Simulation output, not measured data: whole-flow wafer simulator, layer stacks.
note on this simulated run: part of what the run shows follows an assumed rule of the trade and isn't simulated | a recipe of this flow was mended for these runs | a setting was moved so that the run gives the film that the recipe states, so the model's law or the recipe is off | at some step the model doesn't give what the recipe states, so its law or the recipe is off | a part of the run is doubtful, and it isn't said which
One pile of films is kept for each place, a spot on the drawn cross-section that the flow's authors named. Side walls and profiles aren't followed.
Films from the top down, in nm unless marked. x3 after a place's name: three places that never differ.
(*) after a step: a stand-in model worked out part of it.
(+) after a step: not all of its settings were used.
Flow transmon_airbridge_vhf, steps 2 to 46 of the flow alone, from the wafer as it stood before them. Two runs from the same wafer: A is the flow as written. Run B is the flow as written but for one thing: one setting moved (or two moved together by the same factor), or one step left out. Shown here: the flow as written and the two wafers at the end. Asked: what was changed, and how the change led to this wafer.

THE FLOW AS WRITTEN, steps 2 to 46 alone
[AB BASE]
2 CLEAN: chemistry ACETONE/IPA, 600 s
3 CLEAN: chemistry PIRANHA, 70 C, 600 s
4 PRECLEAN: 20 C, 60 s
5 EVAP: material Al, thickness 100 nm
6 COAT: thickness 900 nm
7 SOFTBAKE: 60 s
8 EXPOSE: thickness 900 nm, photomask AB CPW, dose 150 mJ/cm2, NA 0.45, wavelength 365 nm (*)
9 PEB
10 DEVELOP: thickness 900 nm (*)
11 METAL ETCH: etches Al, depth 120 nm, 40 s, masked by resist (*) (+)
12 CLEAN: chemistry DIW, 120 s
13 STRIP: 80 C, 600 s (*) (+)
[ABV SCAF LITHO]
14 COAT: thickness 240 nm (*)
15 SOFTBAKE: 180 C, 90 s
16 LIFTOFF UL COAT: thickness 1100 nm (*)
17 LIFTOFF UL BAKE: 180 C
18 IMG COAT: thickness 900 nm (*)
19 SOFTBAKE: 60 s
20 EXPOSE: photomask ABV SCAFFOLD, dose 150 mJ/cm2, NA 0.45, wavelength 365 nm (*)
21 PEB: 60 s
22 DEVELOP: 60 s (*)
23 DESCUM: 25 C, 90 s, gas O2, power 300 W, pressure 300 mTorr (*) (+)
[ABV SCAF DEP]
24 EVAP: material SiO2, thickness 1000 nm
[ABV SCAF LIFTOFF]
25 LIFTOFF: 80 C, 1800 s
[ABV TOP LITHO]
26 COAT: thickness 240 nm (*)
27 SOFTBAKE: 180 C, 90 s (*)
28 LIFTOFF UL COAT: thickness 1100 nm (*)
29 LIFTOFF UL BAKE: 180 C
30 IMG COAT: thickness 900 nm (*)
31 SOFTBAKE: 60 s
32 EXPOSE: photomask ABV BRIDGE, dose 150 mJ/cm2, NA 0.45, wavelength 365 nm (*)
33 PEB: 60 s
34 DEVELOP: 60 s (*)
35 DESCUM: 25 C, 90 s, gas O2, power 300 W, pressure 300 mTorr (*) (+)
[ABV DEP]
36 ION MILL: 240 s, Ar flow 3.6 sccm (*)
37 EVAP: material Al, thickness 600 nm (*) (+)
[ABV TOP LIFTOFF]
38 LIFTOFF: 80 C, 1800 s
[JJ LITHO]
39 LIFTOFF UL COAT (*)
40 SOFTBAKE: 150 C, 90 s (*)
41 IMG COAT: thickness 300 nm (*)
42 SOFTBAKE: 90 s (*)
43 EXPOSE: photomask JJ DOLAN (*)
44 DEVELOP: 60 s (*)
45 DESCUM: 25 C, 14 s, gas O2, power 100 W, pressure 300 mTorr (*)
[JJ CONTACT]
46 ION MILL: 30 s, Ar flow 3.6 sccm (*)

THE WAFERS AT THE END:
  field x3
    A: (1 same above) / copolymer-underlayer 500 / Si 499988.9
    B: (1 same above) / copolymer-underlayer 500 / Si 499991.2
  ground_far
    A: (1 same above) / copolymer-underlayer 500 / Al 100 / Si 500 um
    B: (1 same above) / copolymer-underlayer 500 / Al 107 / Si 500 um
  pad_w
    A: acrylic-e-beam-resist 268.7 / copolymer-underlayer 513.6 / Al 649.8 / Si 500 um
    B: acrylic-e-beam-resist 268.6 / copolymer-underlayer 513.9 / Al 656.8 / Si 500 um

The cause: step 5, EVAP: thickness 107 nm was run, where the flow has thickness 100 nm.
It can be read off the wafer: ground_far has Al 107, and step 5 as written asks for 100 nm.

How the change led to this, step by step:
  5 EVAP: material Al, thickness 100 nm
      field x3, jj_line, ground_far and 12 more: A Al +100 (new film) | B Al +107 (new film)
  11 METAL ETCH: etches Al, depth 120 nm, 40 s, masked by resist (*) (+)
      field x3, jj_line, gap_w, gap_e: A Al -86.7 (all of it), Si -11.1 | B Al -93.7 (all of it), Si -8.78
